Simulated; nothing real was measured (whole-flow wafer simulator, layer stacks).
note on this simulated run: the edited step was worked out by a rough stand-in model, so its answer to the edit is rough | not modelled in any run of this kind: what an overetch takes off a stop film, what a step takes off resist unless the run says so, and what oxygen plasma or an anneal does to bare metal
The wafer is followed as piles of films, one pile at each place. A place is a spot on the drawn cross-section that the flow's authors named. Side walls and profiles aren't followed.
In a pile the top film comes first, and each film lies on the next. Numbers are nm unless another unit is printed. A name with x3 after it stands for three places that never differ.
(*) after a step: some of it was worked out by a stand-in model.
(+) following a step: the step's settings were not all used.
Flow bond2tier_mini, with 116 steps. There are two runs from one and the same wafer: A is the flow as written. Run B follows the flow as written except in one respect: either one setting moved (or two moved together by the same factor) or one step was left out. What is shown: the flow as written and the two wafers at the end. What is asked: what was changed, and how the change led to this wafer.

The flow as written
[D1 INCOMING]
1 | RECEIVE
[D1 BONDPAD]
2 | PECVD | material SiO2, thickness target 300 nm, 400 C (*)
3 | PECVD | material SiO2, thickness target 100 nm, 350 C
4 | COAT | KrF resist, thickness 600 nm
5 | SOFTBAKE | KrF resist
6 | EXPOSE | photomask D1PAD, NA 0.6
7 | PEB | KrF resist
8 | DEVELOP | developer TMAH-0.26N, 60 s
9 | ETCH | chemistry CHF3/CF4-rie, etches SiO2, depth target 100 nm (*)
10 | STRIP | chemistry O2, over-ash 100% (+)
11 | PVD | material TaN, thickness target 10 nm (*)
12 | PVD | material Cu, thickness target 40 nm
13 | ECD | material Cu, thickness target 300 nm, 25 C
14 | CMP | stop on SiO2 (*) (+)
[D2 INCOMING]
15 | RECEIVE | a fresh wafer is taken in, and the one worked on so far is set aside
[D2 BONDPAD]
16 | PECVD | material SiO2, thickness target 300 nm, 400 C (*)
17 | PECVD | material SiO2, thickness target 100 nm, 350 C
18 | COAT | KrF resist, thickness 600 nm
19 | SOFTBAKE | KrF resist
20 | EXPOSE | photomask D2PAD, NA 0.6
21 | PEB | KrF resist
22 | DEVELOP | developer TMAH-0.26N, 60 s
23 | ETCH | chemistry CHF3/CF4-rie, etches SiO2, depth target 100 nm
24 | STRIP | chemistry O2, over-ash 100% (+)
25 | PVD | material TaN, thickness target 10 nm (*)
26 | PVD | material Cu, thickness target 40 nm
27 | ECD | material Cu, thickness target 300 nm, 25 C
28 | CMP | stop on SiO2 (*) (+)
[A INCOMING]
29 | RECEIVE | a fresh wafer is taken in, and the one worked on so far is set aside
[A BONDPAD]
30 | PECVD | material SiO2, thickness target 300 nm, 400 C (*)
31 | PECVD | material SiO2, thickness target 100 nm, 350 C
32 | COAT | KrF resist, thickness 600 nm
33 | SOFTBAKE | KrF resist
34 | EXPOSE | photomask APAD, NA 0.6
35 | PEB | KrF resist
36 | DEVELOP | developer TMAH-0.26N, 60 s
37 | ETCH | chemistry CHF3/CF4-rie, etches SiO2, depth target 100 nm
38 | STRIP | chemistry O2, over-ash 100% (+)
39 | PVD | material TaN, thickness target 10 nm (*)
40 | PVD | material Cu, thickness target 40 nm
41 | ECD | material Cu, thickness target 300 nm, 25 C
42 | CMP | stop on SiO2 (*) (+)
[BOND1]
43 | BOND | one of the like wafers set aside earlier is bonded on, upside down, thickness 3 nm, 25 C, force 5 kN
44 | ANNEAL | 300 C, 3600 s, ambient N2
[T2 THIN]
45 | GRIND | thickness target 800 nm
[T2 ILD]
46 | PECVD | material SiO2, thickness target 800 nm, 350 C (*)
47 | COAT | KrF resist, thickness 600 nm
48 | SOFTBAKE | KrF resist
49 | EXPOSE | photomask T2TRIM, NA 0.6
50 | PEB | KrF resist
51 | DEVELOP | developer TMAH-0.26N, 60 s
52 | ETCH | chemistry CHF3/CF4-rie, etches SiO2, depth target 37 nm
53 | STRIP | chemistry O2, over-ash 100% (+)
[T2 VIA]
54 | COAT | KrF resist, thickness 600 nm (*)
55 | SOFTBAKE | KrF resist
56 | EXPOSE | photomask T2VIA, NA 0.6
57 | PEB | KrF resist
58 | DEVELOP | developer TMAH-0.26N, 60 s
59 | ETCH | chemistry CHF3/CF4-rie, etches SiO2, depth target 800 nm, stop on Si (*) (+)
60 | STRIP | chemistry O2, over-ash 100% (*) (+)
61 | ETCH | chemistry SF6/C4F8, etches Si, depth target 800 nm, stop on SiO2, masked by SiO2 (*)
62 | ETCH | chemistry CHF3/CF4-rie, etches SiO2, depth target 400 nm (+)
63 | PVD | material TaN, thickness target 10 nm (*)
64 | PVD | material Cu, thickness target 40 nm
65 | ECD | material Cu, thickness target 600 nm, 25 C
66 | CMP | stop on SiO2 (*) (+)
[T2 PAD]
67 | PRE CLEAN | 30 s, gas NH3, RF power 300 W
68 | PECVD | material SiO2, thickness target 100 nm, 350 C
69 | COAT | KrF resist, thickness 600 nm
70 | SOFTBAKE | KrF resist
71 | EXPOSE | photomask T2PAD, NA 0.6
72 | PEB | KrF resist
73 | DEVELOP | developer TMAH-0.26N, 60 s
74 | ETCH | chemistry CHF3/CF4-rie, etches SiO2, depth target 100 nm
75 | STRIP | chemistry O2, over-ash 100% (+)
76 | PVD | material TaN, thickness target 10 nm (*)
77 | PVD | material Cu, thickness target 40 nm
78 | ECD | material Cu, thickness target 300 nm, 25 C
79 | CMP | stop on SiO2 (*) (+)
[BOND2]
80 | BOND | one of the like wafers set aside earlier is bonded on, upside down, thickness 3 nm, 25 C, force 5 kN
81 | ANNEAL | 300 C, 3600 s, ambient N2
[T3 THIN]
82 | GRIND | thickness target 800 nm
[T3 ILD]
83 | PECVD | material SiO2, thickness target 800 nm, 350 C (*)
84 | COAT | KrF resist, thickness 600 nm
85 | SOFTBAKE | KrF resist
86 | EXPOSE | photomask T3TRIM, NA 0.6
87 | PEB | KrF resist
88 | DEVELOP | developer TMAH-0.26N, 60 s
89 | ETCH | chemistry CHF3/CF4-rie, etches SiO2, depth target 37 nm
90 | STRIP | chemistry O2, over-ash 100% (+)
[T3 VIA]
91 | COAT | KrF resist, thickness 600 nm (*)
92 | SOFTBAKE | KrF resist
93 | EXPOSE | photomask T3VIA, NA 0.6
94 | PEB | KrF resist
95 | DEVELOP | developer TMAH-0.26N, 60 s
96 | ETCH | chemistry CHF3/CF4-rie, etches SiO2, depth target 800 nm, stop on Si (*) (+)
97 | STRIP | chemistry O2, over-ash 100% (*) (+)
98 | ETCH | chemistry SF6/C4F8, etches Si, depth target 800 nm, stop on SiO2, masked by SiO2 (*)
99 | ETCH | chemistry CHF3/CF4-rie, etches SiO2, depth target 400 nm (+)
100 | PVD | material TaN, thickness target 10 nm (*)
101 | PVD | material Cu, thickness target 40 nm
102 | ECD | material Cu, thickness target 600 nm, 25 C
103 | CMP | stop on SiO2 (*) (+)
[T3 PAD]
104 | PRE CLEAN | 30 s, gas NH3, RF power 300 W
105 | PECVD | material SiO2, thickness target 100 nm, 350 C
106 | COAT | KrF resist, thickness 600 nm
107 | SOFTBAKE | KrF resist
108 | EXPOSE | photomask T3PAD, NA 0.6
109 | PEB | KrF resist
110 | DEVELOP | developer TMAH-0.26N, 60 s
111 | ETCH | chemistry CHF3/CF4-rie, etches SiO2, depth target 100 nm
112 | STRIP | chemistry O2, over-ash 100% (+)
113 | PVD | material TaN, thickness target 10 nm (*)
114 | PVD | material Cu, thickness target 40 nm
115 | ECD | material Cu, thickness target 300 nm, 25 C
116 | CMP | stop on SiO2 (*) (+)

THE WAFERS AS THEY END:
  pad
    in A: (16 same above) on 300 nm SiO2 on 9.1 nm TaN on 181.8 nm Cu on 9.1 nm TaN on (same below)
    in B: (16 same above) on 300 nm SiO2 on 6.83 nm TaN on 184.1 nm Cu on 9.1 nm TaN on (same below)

The reason: step 11, PVD: thickness target 7.5 nm was run, while the flow as written has thickness target 10 nm.

Step by step, how the change led to this:
  11 | PVD | material TaN, thickness target 10 nm (*)
      field: A TaN gains 10 (new film) | B TaN gains 7.5 (new film)
      pad: A TaN gains 9.1 (new film) | B TaN gains 6.83 (new film)
      (also at 1 further place)
  14 | CMP | stop on SiO2 (*) (+)
      field: A Cu loses 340 (all of it), TaN loses 10 (all of it) | B Cu loses 340 (all of it), TaN loses 7.5 (all of it)
  43 | BOND | one of the like wafers set aside earlier is bonded on, upside down, thickness 3 nm, 25 C, force 5 kN
      pad: A Si gains 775 um (new film), chemical SiO2 gains 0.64 (new film), SiO2 gains 300 (new film), TaN gains 9.1 (new film), Cu gains 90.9 | B Si gains 775 um (new film), chemical SiO2 gains 0.64 (new film), SiO2 gains 300 (new film), TaN gains 6.83 (new film), Cu gains 93.2
      via: A Si gains 775 um (new film), chemical SiO2 gains 0.64 (new film), SiO2 gains 300 (new film), TaN gains 9.97 (new film), Cu gains 90 | B Si gains 775 um (new film), chemical SiO2 gains 0.64 (new film), SiO2 gains 300 (new film), TaN gains 7.48 (new film), Cu gains 92.5
